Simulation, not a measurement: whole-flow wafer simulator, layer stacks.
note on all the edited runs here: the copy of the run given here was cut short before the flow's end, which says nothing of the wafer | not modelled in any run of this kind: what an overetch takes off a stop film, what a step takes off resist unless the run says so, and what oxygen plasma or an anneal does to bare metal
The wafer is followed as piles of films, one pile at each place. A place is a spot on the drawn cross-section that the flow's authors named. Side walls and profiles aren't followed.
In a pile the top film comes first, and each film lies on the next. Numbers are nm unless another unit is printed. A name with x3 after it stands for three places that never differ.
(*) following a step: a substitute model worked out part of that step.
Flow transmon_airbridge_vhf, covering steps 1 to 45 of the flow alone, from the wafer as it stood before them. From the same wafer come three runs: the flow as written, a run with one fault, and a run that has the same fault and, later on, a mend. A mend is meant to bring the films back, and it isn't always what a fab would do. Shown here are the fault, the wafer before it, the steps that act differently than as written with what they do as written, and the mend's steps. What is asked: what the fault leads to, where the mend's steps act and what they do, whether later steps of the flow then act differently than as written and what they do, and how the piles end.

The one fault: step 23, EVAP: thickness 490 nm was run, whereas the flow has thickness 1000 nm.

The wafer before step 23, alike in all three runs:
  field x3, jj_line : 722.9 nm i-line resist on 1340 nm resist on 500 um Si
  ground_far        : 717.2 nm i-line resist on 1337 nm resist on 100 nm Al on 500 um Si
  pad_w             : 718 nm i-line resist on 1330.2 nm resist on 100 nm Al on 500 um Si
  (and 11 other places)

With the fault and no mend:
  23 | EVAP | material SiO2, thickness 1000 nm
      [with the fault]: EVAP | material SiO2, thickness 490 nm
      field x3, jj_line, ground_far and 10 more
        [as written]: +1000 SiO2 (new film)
        [with the fault]: +490 SiO2 (new film)
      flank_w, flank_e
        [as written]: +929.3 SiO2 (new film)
        [with the fault]: +455.4 SiO2 (new film)
  Steps later in the flow that act otherwise than as written (not shown: 2 more steps that differ only slightly, by at most 2% or 0.5 nm, whichever is larger):
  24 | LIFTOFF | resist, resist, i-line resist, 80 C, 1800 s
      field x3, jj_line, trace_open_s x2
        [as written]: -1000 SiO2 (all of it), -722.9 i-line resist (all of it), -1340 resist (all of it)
        [with the fault]: -490 SiO2 (all of it), -722.9 i-line resist (all of it), -1340 resist (all of it)
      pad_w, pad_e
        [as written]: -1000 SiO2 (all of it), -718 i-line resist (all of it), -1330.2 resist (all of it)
        [with the fault]: -490 SiO2 (all of it), -718 i-line resist (all of it), -1330.2 resist (all of it)
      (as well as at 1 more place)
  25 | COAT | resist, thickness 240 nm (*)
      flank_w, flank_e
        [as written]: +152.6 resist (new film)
        [with the fault]: +171.2 resist (new film)
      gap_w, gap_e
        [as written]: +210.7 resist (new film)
        [with the fault]: +232.2 resist (new film)
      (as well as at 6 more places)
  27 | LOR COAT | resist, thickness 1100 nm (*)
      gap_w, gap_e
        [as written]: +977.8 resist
        [with the fault]: +1050.4 resist
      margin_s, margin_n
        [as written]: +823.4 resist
        [with the fault]: +954.6 resist
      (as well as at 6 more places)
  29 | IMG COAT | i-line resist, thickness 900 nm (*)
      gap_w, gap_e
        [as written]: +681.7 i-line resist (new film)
        [with the fault]: +807 i-line resist (new film)
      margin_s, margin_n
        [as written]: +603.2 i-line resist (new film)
        [with the fault]: +762.9 i-line resist (new film)
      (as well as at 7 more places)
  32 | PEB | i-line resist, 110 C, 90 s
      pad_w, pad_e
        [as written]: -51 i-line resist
        [with the fault]: -48.4 i-line resist
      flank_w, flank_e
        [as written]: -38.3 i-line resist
        [with the fault]: -43.2 i-line resist
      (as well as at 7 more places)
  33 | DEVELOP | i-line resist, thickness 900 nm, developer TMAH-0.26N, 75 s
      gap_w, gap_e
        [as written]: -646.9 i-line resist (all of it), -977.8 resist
        [with the fault]: -765.6 i-line resist (all of it), -1050.4 resist
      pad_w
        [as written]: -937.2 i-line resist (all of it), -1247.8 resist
        [with the fault]: -892.4 i-line resist (all of it), -1167.1 resist
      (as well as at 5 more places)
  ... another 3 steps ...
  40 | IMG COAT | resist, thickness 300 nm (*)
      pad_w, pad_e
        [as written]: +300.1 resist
        [with the fault]: +286.5 resist
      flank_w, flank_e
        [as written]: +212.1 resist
        [with the fault]: +226.2 resist
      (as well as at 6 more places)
  By the end, the piles at pad_w, flank_w, gap_w and 7 more depart from the flow's by more than 2% or 0.5 nm, whichever is larger.
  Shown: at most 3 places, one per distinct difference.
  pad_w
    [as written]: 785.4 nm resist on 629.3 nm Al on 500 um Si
    [with the fault]: 742.6 nm resist on 629.8 nm Al on 500 um Si
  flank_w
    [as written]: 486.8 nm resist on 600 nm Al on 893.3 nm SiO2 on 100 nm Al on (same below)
    [with the fault]: 561.1 nm resist on 600 nm Al on 419.4 nm SiO2 on 100 nm Al on (same below)
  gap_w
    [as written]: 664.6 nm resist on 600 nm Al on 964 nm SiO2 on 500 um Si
    [with the fault]: 708.8 nm resist on 600 nm Al on 454 nm SiO2 on 500 um Si

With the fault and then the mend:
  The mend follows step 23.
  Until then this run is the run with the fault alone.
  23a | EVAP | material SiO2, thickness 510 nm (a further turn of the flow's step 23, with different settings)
      field x3, jj_line, ground_far and 10 more
        +510 SiO2
      flank_w, flank_e
        +474.6 SiO2
  Every later step of the flow that is run acts as written, at every place that is followed, to within 2% or 0.5 nm, whichever is larger.
  At the end the piles are close to the flow's at the places that both follow, differing by at most 2% or 0.5 nm, whichever is larger.
